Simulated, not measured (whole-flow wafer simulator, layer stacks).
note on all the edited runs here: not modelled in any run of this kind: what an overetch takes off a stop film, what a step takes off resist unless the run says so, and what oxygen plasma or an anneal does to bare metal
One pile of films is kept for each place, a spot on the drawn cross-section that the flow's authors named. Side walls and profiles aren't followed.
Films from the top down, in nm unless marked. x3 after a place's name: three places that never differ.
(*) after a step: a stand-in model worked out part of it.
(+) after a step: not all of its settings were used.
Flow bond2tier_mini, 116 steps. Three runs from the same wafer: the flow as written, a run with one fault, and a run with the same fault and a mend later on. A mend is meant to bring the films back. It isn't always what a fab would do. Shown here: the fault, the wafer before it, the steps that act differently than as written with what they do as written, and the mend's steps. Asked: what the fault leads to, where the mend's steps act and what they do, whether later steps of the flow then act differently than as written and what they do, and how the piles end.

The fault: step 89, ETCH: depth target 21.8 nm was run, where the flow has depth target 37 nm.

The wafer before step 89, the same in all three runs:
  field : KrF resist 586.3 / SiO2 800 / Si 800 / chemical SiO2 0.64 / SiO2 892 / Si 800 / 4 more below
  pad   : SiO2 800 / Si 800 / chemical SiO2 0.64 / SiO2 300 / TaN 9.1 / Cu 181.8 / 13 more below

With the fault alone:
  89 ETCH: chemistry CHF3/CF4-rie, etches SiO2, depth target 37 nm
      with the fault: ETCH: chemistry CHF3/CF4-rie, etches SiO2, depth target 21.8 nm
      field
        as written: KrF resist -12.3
        with the fault: KrF resist -7.27
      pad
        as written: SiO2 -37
        with the fault: SiO2 -21.8
  Later steps of the flow that act differently than as written (4 more steps differ only slightly, by at most 2% or 0.5 nm, whichever is larger, and aren't shown):
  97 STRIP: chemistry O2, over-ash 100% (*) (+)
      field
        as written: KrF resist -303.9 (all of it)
        with the fault: KrF resist -310.3 (all of it)
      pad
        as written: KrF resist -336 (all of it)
        with the fault: KrF resist -329.2 (all of it)
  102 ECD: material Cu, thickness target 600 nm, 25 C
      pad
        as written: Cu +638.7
        with the fault: Cu +622.8
  At the end the piles differ from the flow's by more than 2% or 0.5 nm, whichever is larger, at pad.
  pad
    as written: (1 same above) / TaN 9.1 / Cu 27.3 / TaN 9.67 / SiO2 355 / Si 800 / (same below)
    with the fault: (1 same above) / TaN 9.1 / Cu 12 / TaN 9.81 / SiO2 370.2 / Si 800 / (same below)

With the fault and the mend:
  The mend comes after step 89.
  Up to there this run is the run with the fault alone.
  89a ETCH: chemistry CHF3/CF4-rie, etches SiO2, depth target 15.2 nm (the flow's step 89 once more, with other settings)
      field
        KrF resist -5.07
      pad
        SiO2 -15.2
  No later step of the flow acts differently than as written at any place that is followed.
  At the end the piles are the same as the flow's at every place that both follow.
